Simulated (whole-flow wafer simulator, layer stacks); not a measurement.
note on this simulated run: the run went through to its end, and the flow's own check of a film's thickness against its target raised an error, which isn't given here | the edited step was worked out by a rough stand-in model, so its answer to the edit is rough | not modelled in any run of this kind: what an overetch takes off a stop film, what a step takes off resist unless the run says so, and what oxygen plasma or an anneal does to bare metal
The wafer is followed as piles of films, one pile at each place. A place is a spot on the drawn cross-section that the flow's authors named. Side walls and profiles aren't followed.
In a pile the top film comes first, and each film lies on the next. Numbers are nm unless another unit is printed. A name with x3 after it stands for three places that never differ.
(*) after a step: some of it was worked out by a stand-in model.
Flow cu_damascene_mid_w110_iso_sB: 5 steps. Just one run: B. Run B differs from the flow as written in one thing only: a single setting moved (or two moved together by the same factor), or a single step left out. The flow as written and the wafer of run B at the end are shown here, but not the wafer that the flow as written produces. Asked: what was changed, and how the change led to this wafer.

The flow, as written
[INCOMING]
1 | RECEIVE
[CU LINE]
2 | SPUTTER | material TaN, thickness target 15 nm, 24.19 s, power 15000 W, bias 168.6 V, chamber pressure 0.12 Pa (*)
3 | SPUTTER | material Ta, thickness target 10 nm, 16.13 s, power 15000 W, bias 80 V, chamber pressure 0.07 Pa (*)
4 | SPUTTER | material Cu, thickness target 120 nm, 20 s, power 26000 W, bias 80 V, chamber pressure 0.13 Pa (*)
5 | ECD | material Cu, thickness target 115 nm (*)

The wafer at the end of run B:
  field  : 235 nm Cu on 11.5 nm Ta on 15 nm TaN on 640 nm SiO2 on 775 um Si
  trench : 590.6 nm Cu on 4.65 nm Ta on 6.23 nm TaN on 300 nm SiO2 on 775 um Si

Cause: step 3, SPUTTER: thickness target 11.5 nm was run, while the flow as written has thickness target 10 nm; step 3, SPUTTER: 18.55 s was run, where the flow has 16.13 s.
The wafer lets one read it off: field has Ta 11.5, and step 3 as written asks for 10 nm.

The path from the change to this, step by step:
  3 | SPUTTER | material Ta, thickness target 10 nm, 16.13 s, power 15000 W, bias 80 V, chamber pressure 0.07 Pa (*)
      field: Ta gains 11.5 (new film) (in the flow as written it would be: Ta gains 10 (new film))
      trench: Ta gains 4.65 (new film) (in the flow as written it would be: Ta gains 4.05 (new film))
